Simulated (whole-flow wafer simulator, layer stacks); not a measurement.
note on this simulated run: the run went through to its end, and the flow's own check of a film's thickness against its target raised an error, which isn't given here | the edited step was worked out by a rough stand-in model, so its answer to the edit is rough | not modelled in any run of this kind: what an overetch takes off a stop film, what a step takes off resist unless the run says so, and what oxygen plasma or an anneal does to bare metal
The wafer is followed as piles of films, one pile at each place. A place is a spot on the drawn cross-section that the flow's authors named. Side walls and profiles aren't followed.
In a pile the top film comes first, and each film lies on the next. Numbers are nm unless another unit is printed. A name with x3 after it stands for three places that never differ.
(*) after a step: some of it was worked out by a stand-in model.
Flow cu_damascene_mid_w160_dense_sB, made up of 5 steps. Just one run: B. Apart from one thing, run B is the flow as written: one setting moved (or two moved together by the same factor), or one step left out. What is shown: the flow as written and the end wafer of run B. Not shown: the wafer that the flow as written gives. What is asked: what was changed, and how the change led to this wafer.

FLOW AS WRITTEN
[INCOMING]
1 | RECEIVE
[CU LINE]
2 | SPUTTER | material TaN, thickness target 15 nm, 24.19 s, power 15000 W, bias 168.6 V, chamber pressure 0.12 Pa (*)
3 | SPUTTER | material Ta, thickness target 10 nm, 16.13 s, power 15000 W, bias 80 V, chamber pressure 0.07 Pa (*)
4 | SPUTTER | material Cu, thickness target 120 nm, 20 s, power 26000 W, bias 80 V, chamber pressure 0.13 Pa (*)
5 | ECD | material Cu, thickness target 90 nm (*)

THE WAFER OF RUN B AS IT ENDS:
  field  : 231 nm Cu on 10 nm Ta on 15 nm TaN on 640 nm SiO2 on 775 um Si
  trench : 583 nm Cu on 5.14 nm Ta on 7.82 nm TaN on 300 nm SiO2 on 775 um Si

Cause: step 4, SPUTTER: thickness target 141 nm was run, whereas the flow has thickness target 120 nm; step 4, SPUTTER: 23.5 s was run, where the flow has 20 s.

Step by step, how the change led to this:
  4 | SPUTTER | material Cu, thickness target 120 nm, 20 s, power 26000 W, bias 80 V, chamber pressure 0.13 Pa (*)
      field: Cu gains 141 (new film) (as written it would have been: Cu gains 120 (new film))
      trench: Cu gains 72.9 (new film) (as written it would have been: Cu gains 62 (new film))
